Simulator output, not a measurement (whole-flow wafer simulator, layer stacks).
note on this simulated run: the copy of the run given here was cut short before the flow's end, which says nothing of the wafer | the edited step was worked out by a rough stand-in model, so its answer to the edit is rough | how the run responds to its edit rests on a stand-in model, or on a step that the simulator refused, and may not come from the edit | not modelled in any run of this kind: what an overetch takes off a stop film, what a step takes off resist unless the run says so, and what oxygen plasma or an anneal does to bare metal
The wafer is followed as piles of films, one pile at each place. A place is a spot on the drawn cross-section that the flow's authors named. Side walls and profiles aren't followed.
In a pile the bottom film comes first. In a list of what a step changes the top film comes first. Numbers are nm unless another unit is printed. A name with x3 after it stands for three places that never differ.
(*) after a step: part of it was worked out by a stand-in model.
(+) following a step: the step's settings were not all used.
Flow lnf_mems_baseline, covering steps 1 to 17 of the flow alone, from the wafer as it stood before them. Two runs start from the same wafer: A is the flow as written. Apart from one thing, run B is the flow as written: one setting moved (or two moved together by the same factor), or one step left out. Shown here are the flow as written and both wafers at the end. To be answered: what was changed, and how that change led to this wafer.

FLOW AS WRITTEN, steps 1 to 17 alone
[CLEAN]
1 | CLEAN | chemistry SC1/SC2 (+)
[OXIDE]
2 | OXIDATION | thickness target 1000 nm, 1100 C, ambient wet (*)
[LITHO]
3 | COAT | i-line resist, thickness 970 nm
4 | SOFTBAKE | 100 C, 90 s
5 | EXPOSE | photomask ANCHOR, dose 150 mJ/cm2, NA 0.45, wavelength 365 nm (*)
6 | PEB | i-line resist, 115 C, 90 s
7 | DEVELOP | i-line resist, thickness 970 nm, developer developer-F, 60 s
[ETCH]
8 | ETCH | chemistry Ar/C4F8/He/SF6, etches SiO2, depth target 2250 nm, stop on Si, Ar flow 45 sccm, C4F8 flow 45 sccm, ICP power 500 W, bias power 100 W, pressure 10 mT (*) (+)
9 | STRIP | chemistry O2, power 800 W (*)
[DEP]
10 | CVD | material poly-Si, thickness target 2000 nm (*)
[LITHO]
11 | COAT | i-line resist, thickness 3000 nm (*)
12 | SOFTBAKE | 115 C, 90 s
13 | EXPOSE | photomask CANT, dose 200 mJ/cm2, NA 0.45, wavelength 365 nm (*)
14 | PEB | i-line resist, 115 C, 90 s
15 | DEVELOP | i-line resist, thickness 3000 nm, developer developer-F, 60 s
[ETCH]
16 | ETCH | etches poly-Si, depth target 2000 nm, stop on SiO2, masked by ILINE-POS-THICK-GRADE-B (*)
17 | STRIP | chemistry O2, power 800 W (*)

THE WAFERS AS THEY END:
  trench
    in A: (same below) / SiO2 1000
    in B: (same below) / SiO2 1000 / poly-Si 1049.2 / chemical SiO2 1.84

The reason: step 16, ETCH: depth target 950 nm was run, whereas the flow has depth target 2000 nm.

Step by step, how the change led to this:
  16 | ETCH | etches poly-Si, depth target 2000 nm, stop on SiO2, masked by ILINE-POS-THICK-GRADE-B (*)
      trench, char_slit: A -2000 poly-Si (all of it) | B -950 poly-Si
      field, anchor, beam: A -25 i-line resist | B -11.9 i-line resist
  17 | STRIP | chemistry O2, power 800 W (*)
      trench, char_slit: A nothing | B +1.84 chemical SiO2 (new film), -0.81 poly-Si
